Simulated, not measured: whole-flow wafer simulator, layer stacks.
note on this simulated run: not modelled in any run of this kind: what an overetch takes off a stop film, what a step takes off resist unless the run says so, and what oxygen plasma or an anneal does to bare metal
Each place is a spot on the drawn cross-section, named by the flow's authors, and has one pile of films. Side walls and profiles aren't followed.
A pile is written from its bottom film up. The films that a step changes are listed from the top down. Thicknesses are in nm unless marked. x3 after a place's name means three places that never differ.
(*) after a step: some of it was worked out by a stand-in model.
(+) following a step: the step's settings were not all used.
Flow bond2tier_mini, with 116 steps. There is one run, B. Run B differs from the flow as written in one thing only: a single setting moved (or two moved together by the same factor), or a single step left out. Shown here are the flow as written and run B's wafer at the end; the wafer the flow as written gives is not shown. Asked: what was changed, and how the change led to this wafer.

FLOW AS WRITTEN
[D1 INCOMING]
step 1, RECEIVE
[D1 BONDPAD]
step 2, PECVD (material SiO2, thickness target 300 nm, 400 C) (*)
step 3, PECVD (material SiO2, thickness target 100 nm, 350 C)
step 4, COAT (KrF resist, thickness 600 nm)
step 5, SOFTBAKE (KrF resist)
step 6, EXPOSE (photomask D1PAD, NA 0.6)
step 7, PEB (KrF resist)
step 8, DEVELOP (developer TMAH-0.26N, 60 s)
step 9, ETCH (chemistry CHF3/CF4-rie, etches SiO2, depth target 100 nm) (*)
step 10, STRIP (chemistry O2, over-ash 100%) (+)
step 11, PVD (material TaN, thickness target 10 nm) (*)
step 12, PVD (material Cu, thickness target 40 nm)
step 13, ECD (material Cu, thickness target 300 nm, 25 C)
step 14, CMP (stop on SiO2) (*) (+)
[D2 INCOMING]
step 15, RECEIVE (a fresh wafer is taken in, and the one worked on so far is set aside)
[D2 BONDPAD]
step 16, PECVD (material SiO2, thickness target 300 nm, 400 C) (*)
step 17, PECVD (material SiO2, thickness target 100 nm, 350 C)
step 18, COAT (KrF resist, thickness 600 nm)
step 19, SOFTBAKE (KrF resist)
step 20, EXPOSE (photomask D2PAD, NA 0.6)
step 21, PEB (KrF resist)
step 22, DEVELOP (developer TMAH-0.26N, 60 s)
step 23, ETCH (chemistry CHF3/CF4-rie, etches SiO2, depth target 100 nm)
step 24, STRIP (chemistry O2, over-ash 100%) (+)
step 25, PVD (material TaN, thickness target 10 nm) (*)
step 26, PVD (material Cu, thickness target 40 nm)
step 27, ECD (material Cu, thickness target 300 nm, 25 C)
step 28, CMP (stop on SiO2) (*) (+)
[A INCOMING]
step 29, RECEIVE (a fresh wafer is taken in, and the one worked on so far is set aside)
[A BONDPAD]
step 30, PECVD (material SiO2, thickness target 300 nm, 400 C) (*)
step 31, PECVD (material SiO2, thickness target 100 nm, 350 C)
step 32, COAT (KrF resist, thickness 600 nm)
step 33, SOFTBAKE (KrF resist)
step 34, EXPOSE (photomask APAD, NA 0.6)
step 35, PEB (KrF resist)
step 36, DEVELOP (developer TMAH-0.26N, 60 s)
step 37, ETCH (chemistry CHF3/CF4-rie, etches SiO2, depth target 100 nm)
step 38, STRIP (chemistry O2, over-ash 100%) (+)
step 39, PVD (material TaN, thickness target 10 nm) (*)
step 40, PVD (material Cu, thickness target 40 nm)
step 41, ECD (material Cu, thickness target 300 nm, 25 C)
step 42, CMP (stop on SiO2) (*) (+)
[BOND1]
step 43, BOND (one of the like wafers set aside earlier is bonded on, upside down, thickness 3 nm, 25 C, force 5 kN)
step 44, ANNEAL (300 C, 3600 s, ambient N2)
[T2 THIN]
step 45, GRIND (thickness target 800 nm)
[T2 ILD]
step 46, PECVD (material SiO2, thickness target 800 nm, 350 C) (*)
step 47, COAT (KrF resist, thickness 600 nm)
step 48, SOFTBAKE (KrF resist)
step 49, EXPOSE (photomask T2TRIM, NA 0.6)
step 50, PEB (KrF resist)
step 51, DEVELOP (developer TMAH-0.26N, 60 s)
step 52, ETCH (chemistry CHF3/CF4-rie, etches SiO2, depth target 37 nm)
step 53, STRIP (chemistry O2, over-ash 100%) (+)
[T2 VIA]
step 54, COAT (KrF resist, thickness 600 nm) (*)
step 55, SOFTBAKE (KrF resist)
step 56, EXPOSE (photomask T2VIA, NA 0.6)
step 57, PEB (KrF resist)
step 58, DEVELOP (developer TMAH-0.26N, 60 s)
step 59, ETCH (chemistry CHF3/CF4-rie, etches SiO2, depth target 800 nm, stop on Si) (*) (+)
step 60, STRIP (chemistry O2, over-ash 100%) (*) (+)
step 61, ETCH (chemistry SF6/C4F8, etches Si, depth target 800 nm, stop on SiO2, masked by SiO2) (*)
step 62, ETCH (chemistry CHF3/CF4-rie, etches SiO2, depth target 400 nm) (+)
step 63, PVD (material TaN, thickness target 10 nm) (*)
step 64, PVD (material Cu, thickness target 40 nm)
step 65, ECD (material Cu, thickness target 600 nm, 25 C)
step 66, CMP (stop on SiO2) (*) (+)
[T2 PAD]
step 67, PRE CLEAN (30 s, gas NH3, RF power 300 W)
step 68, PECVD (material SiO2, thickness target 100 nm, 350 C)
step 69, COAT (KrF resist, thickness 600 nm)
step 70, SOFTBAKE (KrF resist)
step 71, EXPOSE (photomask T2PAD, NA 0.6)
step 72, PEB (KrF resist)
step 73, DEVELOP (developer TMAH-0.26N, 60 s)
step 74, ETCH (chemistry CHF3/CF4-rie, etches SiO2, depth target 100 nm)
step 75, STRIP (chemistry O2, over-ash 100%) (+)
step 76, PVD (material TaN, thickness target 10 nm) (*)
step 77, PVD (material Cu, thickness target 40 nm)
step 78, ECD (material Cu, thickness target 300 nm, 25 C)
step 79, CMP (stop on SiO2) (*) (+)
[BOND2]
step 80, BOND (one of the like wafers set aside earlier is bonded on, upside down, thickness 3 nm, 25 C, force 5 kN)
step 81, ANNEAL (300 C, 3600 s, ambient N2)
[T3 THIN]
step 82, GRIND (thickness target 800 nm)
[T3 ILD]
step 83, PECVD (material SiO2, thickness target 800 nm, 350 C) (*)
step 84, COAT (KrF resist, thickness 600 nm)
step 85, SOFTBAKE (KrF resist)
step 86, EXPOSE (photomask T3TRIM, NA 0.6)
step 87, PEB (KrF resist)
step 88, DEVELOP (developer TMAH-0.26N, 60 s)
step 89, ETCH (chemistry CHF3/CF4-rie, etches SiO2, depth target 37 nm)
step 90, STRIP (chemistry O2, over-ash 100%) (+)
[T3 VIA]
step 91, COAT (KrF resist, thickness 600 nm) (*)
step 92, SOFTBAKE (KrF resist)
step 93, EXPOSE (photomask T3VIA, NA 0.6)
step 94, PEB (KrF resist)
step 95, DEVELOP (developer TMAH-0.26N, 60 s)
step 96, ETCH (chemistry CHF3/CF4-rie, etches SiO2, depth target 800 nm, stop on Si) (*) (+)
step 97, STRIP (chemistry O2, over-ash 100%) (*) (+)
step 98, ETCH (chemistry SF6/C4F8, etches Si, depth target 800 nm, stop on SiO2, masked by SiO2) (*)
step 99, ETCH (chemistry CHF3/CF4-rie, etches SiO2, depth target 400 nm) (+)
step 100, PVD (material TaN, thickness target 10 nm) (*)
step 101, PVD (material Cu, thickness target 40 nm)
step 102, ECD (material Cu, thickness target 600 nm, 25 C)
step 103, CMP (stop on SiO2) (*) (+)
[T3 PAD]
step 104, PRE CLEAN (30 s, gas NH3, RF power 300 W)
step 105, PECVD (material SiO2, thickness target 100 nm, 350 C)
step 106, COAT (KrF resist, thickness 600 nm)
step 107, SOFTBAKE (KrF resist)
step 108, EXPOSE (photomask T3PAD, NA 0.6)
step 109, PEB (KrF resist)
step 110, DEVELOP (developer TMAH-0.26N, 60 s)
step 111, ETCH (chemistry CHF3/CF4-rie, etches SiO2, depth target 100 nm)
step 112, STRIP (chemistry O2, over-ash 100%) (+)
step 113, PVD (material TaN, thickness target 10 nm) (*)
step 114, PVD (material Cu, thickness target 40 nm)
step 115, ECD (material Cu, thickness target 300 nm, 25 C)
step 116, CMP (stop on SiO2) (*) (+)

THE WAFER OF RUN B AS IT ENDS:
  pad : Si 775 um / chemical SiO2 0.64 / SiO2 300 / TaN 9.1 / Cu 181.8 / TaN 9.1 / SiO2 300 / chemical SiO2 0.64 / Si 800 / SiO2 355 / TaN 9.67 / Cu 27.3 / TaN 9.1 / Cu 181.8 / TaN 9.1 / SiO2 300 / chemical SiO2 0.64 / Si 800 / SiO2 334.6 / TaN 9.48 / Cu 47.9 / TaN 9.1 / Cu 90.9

What caused this: step 89, ETCH: depth target 57.4 nm was run, while the flow as written has depth target 37 nm.

Step by step, how the change led to this:
  step 89, ETCH (chemistry CHF3/CF4-rie, etches SiO2, depth target 37 nm)
      field: -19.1 KrF resist (it would be, as written: -12.3 KrF resist)
      pad: -57.4 SiO2 (it would be, as written: -37 SiO2)
  step 97, STRIP (chemistry O2, over-ash 100%) (*) (+)
      field: -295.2 KrF resist (all of it) (it would be, as written: -303.9 KrF resist (all of it))
      pad: -345 KrF resist (all of it) (it would be, as written: -336 KrF resist (all of it))
  step 101, PVD (material Cu, thickness target 40 nm)
      pad: +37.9 Cu (new film) (it would be, as written: +38.7 Cu (new film))
  step 102, ECD (material Cu, thickness target 600 nm, 25 C)
      pad: +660 Cu (it would be, as written: +638.7 Cu)
